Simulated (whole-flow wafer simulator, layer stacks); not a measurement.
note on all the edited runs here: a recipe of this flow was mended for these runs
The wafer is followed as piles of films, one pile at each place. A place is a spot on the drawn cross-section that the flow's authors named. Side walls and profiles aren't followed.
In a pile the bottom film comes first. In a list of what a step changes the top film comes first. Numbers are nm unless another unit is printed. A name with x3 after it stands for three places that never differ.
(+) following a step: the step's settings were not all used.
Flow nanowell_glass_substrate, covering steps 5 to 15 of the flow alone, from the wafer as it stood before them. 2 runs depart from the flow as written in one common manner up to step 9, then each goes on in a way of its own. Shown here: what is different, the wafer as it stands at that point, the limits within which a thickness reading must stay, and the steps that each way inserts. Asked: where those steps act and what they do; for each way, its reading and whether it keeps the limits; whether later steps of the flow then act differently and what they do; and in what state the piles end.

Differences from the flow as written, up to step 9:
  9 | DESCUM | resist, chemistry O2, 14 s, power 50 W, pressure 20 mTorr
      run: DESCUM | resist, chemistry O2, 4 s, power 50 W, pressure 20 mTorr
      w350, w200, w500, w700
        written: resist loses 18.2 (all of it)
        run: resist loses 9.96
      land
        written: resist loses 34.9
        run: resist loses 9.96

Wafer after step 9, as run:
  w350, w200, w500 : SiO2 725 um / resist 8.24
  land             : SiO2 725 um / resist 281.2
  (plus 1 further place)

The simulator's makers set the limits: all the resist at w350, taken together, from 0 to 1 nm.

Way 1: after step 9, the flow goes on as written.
  Reading after step 9: 8.24 nm, not within the limits.
  Steps later in the flow that act otherwise than as written:
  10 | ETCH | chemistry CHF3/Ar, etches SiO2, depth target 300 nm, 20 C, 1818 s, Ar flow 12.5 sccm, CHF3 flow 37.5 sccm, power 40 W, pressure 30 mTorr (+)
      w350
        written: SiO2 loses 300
        way: resist loses 8.24 (all of it), SiO2 loses 291.2
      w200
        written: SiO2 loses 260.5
        way: resist loses 8.24 (all of it), SiO2 loses 250.3
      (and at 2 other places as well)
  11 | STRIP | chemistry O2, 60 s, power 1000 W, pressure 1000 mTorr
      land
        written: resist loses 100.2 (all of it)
        way: resist loses 123.2 (all of it)
  The piles end only slightly different from the flow's at the places that both follow, by no more than 2% or 0.5 nm, whichever is larger.

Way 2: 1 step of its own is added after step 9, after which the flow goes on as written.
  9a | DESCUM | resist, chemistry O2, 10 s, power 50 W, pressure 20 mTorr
      w350, w200, w500, w700
        resist loses 8.24 (all of it)
      land
        resist loses 24.9
  Reading after step 9a: 0 nm, inside the limits.
  None of the later steps of the flow acts differently than as written at any place that is followed.
  At every place that both follow, the piles at the end match the flow's.

Inside the limits: way 2. Outside the limits: way 1.
